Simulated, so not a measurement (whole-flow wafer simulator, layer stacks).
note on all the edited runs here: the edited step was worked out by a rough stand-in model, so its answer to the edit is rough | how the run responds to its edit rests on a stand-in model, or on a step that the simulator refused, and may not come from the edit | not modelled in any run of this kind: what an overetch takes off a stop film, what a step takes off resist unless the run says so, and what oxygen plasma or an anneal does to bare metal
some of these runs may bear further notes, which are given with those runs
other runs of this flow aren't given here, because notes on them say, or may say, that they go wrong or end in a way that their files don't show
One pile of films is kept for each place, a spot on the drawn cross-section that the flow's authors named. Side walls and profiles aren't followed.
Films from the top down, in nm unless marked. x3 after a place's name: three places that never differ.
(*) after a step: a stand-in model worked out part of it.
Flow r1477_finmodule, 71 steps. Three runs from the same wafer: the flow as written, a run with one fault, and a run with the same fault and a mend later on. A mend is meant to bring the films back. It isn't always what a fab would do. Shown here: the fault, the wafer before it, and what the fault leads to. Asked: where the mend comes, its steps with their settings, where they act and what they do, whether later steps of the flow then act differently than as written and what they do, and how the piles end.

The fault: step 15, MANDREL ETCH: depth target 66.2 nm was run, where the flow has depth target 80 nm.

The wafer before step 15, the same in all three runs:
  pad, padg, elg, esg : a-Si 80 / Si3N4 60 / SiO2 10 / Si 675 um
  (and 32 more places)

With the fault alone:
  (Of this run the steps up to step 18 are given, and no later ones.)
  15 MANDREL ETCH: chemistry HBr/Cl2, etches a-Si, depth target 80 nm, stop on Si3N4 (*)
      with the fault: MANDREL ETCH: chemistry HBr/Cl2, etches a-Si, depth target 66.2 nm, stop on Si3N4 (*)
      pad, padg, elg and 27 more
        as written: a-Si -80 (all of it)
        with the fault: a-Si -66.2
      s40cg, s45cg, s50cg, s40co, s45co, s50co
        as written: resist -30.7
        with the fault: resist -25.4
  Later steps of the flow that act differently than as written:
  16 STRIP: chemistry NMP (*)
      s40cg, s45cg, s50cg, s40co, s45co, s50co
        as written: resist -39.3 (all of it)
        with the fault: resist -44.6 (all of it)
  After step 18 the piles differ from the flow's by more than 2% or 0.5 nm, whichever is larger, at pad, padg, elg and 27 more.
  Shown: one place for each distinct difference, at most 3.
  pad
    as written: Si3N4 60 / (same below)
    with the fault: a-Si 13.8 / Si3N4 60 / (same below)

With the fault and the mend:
  The mend comes after step 15.
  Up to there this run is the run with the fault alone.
  15a MANDREL ETCH: chemistry HBr/Cl2, etches a-Si, depth target 13.8 nm, stop on Si3N4 (*) (the flow's step 15 once more, with other settings)
      pad, padg, elg and 27 more
        a-Si -13.8 (all of it)
      s40cg, s45cg, s50cg, s40co, s45co, s50co
        resist -5.29
  No later step of the flow acts differently than as written at any place that is followed.
  At the end the piles are the same as the flow's at every place that both follow.
